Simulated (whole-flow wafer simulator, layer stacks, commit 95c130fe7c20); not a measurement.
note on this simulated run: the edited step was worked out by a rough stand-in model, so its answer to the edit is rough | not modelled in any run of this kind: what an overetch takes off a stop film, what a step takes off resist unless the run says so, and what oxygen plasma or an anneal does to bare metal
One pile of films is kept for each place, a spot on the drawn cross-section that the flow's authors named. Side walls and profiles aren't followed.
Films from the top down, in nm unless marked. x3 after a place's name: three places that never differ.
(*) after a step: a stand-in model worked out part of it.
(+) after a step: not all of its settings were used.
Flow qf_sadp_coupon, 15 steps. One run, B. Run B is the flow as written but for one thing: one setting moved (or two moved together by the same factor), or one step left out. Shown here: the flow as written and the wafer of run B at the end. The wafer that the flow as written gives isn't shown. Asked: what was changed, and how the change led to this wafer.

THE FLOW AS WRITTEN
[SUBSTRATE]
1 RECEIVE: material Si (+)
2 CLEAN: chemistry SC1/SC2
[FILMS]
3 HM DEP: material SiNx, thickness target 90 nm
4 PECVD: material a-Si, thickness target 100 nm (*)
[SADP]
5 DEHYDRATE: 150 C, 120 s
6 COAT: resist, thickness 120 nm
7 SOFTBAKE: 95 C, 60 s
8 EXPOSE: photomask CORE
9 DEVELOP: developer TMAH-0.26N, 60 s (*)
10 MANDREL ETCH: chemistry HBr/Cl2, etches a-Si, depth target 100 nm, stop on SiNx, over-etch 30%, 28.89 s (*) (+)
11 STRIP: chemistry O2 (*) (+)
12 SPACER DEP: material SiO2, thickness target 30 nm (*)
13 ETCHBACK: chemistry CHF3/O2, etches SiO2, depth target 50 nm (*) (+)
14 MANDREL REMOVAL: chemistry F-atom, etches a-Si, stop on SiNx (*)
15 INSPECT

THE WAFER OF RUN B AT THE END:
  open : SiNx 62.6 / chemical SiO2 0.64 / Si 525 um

The cause: step 4, PECVD: thickness target 71.4 nm was run, where the flow has thickness target 100 nm.

How the change led to this, step by step:
  4 PECVD: material a-Si, thickness target 100 nm (*)
      m, open: a-Si +71.4 (new film) (as written it would be: a-Si +100 (new film))
  10 MANDREL ETCH: chemistry HBr/Cl2, etches a-Si, depth target 100 nm, stop on SiNx, over-etch 30%, 28.89 s (*) (+)
      open: a-Si -71.4 (all of it), SiNx -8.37 (as written it would be: a-Si -100 (all of it), SiNx -4.29)
  14 MANDREL REMOVAL: chemistry F-atom, etches a-Si, stop on SiNx (*)
      m: a-Si -67.2 (all of it) (as written it would be: a-Si -95.8 (all of it))
